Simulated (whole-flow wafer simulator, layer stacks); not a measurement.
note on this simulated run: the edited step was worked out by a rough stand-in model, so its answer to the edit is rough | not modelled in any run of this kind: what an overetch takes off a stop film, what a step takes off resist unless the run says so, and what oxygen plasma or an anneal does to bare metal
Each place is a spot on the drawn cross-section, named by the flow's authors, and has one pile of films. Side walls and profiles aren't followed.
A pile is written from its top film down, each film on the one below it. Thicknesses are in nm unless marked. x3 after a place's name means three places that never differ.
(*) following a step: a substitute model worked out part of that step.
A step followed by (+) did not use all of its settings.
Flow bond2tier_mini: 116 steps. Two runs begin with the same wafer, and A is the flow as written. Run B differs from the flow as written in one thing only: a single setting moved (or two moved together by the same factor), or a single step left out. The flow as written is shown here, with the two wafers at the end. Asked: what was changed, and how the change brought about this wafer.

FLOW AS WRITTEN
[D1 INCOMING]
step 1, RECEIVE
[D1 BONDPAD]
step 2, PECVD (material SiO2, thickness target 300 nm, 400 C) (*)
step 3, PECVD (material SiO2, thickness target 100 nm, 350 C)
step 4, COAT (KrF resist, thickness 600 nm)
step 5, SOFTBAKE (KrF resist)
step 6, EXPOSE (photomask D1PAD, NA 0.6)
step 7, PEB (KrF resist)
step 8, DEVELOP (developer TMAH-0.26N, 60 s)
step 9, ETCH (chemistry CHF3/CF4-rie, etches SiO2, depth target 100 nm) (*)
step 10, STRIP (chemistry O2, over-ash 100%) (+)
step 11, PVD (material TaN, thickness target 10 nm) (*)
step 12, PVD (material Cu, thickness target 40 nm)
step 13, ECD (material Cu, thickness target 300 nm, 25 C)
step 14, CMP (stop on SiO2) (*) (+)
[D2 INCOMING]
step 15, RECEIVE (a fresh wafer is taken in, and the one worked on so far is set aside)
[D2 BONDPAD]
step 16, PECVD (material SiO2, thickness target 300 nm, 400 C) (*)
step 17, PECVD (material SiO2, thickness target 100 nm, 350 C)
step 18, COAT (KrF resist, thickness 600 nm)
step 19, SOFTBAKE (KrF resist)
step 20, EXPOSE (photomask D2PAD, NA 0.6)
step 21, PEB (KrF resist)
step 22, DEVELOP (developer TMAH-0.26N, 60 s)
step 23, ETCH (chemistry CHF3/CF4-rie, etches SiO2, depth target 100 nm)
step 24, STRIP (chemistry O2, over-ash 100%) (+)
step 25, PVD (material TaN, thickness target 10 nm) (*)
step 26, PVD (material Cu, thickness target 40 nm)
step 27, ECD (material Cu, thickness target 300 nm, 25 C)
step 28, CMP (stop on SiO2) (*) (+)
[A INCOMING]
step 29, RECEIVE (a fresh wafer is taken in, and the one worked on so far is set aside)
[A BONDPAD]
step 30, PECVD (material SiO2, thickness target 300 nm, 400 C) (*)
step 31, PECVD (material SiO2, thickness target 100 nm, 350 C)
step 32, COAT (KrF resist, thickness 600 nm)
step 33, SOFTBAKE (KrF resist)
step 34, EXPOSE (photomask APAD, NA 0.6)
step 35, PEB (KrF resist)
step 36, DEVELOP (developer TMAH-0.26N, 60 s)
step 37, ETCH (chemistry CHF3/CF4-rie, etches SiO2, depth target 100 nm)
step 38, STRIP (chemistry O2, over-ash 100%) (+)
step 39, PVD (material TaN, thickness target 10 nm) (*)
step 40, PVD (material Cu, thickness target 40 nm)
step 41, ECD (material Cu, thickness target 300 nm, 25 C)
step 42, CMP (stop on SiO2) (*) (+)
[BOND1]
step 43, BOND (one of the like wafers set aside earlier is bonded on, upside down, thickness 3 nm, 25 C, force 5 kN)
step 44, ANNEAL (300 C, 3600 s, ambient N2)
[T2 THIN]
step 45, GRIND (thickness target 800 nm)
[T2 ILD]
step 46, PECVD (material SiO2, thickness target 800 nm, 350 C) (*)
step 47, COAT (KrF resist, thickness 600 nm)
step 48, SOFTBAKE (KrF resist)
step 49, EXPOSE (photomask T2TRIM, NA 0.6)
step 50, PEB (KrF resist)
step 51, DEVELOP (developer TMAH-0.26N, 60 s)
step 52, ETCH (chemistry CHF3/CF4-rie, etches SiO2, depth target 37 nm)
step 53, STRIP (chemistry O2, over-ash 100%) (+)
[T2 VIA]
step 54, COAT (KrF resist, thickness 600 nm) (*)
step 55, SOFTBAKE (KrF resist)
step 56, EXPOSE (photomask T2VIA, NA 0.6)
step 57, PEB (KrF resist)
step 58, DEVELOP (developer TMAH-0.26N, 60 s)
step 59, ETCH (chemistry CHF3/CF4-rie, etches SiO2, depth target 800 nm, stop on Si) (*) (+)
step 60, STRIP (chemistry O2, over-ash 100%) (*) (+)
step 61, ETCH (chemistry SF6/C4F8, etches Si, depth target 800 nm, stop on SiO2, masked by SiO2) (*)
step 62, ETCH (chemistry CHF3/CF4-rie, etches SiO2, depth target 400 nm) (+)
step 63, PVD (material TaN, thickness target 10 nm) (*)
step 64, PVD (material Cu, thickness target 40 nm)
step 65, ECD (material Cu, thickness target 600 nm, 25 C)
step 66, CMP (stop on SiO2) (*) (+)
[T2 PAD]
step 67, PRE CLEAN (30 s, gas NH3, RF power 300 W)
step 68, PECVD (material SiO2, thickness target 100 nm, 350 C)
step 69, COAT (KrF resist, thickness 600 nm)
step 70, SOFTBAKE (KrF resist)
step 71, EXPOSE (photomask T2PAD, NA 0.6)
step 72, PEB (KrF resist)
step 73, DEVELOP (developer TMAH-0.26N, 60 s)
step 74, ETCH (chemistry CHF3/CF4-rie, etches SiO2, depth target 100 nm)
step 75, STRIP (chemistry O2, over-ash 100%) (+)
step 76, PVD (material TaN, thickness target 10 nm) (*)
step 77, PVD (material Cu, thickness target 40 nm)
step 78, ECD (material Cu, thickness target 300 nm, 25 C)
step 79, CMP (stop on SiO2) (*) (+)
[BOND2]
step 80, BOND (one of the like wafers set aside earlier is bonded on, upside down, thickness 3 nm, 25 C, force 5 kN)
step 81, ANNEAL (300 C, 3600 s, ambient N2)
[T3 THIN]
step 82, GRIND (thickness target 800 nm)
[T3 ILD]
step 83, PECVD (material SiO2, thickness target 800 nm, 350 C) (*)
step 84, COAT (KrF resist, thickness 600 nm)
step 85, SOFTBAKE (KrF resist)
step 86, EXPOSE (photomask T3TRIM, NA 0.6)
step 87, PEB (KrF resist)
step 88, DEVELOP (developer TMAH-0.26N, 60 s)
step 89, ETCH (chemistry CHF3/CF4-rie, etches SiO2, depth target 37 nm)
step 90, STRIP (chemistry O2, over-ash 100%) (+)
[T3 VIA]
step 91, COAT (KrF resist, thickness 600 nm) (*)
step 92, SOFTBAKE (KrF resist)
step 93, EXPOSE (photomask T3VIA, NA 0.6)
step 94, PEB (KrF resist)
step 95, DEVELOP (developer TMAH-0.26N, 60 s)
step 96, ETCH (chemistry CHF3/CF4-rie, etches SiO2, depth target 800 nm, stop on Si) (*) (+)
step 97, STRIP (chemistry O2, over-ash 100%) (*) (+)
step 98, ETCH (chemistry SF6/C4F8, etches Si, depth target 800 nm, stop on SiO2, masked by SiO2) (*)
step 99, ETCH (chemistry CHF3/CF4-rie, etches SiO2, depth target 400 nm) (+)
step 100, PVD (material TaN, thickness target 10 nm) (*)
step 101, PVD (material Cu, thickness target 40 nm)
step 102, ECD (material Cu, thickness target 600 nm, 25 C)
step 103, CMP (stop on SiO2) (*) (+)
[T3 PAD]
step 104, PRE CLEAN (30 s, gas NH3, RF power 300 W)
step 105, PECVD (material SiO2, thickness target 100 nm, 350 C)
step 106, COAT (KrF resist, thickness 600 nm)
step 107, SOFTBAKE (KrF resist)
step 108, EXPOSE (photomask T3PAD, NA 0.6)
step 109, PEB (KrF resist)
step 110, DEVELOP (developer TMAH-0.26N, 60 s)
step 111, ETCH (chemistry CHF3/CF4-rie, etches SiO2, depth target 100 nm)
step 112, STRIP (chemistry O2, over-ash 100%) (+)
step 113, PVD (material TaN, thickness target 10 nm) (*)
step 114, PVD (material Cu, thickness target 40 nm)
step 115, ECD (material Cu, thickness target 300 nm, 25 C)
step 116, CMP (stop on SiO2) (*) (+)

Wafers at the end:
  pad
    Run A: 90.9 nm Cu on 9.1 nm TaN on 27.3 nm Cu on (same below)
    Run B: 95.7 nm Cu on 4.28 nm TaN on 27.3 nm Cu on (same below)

Cause: step 113, PVD: thickness target 4.7 nm was run, whereas the flow has thickness target 10 nm.

How this came from the change, step by step:
  step 113, PVD (material TaN, thickness target 10 nm) (*)
      field: A TaN gains 10 (new film) | B TaN gains 4.7 (new film)
      pad: A TaN gains 9.1 (new film) | B TaN gains 4.28 (new film)
  step 116, CMP (stop on SiO2) (*) (+)
      field: A Cu loses 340 (all of it), TaN loses 10 (all of it) | B Cu loses 340 (all of it), TaN loses 4.7 (all of it)
